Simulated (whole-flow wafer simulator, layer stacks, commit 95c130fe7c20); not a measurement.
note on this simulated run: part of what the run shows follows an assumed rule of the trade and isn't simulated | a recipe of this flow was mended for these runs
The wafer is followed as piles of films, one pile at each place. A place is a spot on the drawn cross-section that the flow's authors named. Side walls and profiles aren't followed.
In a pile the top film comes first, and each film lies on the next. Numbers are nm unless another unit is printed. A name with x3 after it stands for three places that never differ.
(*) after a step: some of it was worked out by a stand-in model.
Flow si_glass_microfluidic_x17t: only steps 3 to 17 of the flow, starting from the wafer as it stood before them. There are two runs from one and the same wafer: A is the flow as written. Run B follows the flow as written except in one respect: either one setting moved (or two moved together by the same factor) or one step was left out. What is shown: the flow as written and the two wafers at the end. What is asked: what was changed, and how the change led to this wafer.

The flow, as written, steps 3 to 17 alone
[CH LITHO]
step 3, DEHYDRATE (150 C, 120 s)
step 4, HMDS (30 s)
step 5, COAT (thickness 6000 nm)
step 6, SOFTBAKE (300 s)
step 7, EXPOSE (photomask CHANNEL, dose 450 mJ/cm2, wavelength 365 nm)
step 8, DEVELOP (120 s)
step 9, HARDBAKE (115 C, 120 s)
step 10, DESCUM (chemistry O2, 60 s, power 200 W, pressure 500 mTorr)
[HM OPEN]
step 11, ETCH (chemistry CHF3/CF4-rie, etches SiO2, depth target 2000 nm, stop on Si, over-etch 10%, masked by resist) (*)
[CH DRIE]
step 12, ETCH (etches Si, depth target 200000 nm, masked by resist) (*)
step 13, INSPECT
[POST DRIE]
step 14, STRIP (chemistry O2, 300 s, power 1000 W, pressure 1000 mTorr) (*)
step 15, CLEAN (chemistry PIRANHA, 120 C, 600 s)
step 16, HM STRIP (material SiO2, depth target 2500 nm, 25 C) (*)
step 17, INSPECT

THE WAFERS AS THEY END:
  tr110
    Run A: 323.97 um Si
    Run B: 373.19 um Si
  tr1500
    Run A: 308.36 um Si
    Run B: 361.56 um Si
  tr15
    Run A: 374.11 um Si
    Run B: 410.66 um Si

Cause: step 5, COAT: thickness 4560 nm was run, though the flow has thickness 6000 nm; step 11, ETCH: depth target 1520 nm was run, where the flow has depth target 2000 nm.

Step by step, how the change led to this:
  step 5, COAT (thickness 6000 nm)
      land, tr110, tr1500, tr15: A thick-i-line-resist gains 6000 (new film) | B thick-i-line-resist gains 4560 (new film)
  step 8, DEVELOP (120 s)
      tr110, tr1500, tr15: A thick-i-line-resist loses 6000 (all of it) | B thick-i-line-resist loses 4560 (all of it)
  step 9, HARDBAKE (115 C, 120 s)
      land: A thick-i-line-resist loses 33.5 | B thick-i-line-resist loses 22.6
  step 11, ETCH (chemistry CHF3/CF4-rie, etches SiO2, depth target 2000 nm, stop on Si, over-etch 10%, masked by resist) (*)
      tr110, tr1500, tr15: A SiO2 loses 2000 (all of it), Si loses 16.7 | B SiO2 loses 1672
      land: A thick-i-line-resist loses 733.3 | B thick-i-line-resist loses 557.3
  step 12, ETCH (etches Si, depth target 200000 nm, masked by resist) (*)
      tr110: A Si loses 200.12 um | B SiO2 loses 328 (all of it), Si loses 150.92 um
      tr1500: A Si loses 215.73 um | B SiO2 loses 328 (all of it), Si loses 162.56 um
      (also at 1 further place)
  step 14, STRIP (chemistry O2, 300 s, power 1000 W, pressure 1000 mTorr) (*)
      land: A thick-i-line-resist loses 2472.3 (all of it) | B thick-i-line-resist loses 1221.5 (all of it)
